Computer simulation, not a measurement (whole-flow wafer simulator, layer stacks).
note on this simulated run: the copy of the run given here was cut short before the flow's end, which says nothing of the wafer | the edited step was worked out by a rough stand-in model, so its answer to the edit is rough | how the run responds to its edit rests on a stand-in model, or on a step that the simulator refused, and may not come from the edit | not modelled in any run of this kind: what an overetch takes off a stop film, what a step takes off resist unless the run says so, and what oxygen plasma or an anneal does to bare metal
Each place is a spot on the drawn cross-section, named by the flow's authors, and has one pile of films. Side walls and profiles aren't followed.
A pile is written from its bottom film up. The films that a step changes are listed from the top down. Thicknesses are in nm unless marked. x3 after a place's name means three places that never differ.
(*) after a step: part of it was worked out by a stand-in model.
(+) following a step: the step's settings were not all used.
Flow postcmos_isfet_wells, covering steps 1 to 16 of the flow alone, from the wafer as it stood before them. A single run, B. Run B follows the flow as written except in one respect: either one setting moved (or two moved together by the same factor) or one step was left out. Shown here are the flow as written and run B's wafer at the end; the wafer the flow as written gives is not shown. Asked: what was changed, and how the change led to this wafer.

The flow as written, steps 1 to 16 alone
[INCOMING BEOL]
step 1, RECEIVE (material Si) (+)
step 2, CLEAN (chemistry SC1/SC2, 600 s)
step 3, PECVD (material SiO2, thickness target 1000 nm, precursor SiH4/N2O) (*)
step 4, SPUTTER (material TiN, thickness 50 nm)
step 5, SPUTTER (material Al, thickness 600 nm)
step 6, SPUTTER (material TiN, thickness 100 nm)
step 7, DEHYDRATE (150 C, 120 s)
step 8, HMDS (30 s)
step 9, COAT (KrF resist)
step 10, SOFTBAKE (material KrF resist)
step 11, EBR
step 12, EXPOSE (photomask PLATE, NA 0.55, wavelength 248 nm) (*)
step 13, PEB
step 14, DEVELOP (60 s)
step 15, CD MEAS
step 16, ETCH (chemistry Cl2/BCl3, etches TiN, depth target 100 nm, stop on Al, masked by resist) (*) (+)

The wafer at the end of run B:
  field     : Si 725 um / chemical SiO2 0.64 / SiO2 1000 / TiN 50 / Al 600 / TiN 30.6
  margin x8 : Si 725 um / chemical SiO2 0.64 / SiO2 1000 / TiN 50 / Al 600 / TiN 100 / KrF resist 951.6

What caused this: step 16, ETCH: depth target 69.4 nm was run, though the flow has depth target 100 nm.

How this came from the change, step by step:
  step 16, ETCH (chemistry Cl2/BCl3, etches TiN, depth target 100 nm, stop on Al, masked by resist) (*) (+)
      field: TiN loses 69.4 (in the flow as written it would be: TiN loses 100 (all of it))
      margin x8: KrF resist loses 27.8 (in the flow as written it would be: KrF resist loses 40)
